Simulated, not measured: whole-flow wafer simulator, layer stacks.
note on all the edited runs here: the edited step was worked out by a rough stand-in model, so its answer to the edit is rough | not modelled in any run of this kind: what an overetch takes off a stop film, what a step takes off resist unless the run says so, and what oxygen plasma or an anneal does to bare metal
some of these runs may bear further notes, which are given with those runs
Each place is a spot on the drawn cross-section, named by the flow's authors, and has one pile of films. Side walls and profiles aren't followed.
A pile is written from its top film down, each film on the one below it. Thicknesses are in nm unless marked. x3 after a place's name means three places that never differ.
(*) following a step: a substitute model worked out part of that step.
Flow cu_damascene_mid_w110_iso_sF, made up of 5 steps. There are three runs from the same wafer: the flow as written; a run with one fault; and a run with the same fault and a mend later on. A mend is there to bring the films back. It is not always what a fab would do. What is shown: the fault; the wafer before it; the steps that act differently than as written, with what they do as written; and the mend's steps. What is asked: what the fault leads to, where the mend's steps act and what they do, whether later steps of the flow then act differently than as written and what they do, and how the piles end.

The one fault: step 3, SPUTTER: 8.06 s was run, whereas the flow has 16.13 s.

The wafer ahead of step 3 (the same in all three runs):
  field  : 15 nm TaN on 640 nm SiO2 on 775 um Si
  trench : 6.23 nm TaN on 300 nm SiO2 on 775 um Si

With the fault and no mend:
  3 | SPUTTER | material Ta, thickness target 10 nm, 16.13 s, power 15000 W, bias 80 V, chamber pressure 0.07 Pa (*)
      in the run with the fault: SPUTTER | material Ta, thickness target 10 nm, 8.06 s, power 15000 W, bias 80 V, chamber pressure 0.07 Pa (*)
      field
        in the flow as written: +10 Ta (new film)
        in the run with the fault: +5 Ta (new film)
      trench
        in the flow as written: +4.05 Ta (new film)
        in the run with the fault: +2.02 Ta (new film)
  Every later step of the flow that is run acts as written, at every place that is followed, to within 2% or 0.5 nm, whichever is larger.
  By the end, the piles at field, trench depart from the flow's by more than 2% or 0.5 nm, whichever is larger.
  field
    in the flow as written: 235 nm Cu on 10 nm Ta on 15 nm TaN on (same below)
    in the run with the fault: 235 nm Cu on 5 nm Ta on 15 nm TaN on (same below)
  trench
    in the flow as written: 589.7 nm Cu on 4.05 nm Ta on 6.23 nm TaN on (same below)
    in the run with the fault: 586.7 nm Cu on 2.02 nm Ta on 6.23 nm TaN on (same below)

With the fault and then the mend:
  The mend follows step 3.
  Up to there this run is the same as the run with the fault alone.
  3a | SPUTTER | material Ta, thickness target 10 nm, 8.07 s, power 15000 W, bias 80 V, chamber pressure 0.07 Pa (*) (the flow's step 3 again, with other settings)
      field
        +5 Ta
      trench
        +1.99 Ta
  Every later step of the flow that is run acts as written, at every place that is followed, to within 2% or 0.5 nm, whichever is larger.
  The piles end only slightly different from the flow's at the places that both follow, by no more than 2% or 0.5 nm, whichever is larger.
